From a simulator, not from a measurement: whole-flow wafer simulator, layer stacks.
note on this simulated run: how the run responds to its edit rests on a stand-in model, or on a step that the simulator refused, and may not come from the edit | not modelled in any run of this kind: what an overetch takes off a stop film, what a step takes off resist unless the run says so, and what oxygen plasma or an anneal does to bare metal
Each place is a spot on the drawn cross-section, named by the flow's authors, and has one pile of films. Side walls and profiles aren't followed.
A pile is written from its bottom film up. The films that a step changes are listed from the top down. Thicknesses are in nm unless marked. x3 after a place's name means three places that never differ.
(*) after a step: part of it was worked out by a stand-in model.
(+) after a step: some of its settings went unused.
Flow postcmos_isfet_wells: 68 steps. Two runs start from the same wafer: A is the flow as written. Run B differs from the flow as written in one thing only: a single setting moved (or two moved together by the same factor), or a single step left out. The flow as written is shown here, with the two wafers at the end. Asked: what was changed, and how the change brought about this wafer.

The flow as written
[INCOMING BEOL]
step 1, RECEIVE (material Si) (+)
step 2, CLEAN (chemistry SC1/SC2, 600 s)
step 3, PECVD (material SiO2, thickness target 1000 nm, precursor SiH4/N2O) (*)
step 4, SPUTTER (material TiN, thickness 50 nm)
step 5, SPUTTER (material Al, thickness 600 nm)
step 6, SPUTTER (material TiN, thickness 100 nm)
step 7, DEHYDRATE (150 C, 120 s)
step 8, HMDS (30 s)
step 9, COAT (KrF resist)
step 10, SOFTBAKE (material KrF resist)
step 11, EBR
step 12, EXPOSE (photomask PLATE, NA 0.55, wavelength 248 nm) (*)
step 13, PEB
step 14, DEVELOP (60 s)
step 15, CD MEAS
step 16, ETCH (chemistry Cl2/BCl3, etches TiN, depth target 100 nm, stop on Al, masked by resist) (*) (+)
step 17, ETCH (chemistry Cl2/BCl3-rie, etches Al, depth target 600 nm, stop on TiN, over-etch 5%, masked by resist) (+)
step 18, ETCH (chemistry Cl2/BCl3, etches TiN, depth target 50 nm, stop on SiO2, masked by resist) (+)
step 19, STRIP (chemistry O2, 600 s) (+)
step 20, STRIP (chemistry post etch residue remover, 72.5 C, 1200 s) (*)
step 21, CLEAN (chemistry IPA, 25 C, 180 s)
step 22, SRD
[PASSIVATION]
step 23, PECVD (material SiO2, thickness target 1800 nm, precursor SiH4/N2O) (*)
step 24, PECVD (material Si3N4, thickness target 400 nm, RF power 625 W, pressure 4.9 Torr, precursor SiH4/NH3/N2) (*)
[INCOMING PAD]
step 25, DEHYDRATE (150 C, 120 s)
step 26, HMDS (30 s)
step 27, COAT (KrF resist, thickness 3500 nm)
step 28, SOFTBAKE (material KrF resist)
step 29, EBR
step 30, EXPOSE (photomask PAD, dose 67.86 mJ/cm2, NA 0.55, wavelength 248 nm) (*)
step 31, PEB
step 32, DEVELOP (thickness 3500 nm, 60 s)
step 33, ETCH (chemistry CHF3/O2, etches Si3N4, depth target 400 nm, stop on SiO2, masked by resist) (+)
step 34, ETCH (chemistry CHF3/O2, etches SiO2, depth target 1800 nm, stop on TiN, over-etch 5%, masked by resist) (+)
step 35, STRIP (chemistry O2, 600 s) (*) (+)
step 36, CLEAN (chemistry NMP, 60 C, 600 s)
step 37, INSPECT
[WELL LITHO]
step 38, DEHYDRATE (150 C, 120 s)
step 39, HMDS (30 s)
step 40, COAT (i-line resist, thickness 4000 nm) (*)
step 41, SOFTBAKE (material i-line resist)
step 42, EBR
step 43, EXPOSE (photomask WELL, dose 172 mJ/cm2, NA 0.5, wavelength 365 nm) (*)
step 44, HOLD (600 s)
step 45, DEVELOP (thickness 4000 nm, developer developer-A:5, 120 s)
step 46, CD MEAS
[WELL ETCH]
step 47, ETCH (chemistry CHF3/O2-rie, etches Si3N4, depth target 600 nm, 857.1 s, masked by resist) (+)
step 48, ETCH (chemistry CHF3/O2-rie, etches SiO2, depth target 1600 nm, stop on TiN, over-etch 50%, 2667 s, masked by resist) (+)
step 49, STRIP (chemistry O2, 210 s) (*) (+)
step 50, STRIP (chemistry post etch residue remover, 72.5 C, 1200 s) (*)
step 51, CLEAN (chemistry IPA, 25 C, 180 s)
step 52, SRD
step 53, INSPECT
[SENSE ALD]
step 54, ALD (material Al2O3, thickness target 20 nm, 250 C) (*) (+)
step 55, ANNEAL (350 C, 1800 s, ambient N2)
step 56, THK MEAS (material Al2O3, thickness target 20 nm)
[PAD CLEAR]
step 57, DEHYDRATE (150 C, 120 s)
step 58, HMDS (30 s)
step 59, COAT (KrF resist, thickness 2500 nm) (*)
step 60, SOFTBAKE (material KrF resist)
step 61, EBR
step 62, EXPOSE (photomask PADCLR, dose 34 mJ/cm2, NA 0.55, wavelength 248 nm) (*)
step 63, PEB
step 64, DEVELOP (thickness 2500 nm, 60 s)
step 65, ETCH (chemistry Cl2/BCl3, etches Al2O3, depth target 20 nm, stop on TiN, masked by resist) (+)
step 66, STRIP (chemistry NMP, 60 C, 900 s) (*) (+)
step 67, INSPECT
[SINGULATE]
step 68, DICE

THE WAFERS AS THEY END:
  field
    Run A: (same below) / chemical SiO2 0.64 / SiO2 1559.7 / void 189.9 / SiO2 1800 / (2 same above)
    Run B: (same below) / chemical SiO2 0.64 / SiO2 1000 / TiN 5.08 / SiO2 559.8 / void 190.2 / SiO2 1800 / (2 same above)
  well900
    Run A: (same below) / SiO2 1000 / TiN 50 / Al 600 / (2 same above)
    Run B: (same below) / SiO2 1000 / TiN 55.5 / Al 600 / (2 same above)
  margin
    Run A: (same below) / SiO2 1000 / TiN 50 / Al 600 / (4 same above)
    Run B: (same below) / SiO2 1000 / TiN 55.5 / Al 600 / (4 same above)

Cause: step 4, SPUTTER: thickness 55.5 nm was run, though the flow has thickness 50 nm.
One can read it off the wafer: well900 has TiN 55.5, and step 4 as written asks for 50 nm.

How this came from the change, step by step:
  step 4, SPUTTER (material TiN, thickness 50 nm)
      field, margin, well900, well1300 x3, pad_rim, pad_clr, pad_open: A TiN gains 50 (new film) | B TiN gains 55.5 (new film)
  step 18, ETCH (chemistry Cl2/BCl3, etches TiN, depth target 50 nm, stop on SiO2, masked by resist) (+)
      field: A TiN loses 50 (all of it) | B TiN loses 50
  step 23, PECVD (material SiO2, thickness target 1800 nm, precursor SiH4/N2O) (*)
      field: A SiO2 gains 1800 (new film), void gains 189.9 (new film), SiO2 gains 559.7 | B SiO2 gains 1800 (new film), void gains 190.2 (new film), SiO2 gains 559.8 (new film)
With metal films that touch counted as one body, field has 1 body; the flow as written gives 0 bodies.
